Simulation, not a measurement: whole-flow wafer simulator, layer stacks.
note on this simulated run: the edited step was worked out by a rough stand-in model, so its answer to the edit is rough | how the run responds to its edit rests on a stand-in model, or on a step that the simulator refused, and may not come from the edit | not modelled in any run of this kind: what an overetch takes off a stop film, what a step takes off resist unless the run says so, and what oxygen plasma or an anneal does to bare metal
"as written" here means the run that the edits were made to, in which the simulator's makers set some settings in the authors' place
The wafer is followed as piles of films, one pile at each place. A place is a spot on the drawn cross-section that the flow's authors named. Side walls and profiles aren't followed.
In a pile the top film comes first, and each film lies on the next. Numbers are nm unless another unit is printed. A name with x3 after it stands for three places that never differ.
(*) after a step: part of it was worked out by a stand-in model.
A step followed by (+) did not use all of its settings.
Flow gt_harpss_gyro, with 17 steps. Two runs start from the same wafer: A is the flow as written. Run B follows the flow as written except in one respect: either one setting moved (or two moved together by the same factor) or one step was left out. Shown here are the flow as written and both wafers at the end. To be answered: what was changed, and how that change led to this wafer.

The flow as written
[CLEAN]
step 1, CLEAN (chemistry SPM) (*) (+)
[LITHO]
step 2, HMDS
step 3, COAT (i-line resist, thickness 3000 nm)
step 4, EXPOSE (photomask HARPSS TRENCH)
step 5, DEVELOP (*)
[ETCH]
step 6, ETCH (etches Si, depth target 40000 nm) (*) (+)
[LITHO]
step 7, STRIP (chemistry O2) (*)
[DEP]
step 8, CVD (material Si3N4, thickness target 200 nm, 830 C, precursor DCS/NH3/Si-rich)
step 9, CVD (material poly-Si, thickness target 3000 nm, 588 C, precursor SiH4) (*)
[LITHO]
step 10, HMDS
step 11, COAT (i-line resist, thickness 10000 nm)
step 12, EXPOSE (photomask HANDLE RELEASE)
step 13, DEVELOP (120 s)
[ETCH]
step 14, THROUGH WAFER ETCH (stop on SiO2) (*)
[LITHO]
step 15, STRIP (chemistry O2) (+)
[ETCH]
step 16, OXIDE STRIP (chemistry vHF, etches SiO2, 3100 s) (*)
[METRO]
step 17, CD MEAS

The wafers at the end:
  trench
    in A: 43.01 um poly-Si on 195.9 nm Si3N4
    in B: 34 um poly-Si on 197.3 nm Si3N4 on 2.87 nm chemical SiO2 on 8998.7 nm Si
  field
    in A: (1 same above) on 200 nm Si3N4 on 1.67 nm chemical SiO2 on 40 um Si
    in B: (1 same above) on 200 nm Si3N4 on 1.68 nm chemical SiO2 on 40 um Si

What caused this: step 6, ETCH: depth target 31000 nm was run, while the flow as written has depth target 40000 nm.

The path from the change to this, step by step:
  step 6, ETCH (etches Si, depth target 40000 nm) (*) (+)
      trench: A -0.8 chemical SiO2 (all of it), -40 um Si (all of it) | B -0.8 chemical SiO2 (all of it), -31 um Si
      field: A -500 i-line resist | B -387.5 i-line resist
  step 7, STRIP (chemistry O2) (*)
      trench: A nothing | B +2.87 chemical SiO2 (new film), -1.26 Si
      field: A -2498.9 i-line resist (all of it), +0.87 chemical SiO2, -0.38 Si | B -2611.4 i-line resist (all of it), +0.88 chemical SiO2, -0.39 Si
  step 9, CVD (material poly-Si, thickness target 3000 nm, 588 C, precursor SiH4) (*)
      trench: A +43.01 um poly-Si (new film) | B +34 um poly-Si (new film)
